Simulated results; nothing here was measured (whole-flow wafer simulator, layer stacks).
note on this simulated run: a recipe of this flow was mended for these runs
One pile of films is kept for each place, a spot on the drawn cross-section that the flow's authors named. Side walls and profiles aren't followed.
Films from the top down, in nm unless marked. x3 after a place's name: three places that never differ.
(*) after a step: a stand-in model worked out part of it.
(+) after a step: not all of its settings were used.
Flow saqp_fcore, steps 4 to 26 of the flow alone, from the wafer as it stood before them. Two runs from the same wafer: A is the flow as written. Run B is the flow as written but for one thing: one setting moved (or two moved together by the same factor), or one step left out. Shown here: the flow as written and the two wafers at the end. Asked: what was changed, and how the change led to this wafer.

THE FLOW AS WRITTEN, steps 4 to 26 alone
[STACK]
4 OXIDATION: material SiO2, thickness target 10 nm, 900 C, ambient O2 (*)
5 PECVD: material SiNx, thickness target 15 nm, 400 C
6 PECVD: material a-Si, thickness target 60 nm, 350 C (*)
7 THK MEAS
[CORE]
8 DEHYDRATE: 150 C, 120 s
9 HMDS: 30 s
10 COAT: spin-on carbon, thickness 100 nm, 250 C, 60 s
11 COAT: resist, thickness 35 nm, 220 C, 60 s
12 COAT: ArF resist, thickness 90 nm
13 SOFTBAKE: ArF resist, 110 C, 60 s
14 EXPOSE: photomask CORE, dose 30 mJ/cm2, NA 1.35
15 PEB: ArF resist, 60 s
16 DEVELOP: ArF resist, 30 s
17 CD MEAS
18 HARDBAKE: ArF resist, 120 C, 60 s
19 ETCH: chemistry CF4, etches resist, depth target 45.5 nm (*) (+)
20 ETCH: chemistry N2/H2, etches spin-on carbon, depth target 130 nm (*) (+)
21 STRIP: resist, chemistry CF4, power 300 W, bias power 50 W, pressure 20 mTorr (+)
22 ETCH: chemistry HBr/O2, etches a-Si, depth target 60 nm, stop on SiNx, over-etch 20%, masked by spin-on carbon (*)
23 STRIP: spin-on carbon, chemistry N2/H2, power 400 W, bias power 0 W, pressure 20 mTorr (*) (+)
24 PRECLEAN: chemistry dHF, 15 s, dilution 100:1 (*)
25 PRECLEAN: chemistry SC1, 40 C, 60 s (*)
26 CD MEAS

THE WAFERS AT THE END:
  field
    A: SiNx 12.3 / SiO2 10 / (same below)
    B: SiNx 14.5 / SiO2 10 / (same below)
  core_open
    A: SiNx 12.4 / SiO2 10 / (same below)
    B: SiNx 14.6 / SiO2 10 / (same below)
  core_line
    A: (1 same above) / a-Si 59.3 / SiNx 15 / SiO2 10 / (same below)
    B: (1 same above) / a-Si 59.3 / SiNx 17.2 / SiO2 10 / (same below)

The cause: step 5, PECVD: thickness target 17.2 nm was run, where the flow has thickness target 15 nm.
It can be read off the wafer: core_line has SiNx 17.2, and step 5 as written asks for 15 nm.

How the change led to this, step by step:
  5 PECVD: material SiNx, thickness target 15 nm, 400 C
      field, core_open, core_line: A SiNx +15 (new film) | B SiNx +17.2 (new film)
